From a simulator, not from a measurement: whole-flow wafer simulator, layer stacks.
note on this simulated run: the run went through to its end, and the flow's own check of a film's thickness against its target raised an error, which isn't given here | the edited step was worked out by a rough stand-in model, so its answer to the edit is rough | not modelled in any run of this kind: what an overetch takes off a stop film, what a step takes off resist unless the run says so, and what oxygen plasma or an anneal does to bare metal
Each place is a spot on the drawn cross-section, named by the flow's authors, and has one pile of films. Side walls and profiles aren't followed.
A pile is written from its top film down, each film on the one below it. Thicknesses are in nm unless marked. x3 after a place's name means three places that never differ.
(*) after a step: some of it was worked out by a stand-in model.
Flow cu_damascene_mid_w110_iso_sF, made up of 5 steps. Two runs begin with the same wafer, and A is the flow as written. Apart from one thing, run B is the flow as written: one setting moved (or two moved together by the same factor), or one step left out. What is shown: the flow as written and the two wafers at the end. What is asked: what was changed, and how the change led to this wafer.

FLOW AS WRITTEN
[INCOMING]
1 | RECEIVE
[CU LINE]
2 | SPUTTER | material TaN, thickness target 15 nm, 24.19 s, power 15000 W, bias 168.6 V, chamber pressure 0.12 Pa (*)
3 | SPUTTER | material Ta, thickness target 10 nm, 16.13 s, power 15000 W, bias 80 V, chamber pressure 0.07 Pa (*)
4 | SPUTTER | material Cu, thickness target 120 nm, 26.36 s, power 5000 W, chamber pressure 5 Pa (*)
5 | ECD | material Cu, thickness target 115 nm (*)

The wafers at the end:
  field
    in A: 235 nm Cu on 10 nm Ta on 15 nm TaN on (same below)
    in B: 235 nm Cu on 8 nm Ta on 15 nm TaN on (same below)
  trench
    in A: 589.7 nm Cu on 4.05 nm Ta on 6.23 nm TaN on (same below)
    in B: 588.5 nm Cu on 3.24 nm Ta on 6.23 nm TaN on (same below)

What caused this: step 3, SPUTTER: thickness target 8 nm was run, while the flow as written has thickness target 10 nm; step 3, SPUTTER: 12.9 s was run, where the flow has 16.13 s.
One can read it off the wafer: field has Ta 8, and step 3 as written asks for 10 nm.

How this came from the change, step by step:
  3 | SPUTTER | material Ta, thickness target 10 nm, 16.13 s, power 15000 W, bias 80 V, chamber pressure 0.07 Pa (*)
      field: A +10 Ta (new film) | B +8 Ta (new film)
      trench: A +4.05 Ta (new film) | B +3.24 Ta (new film)
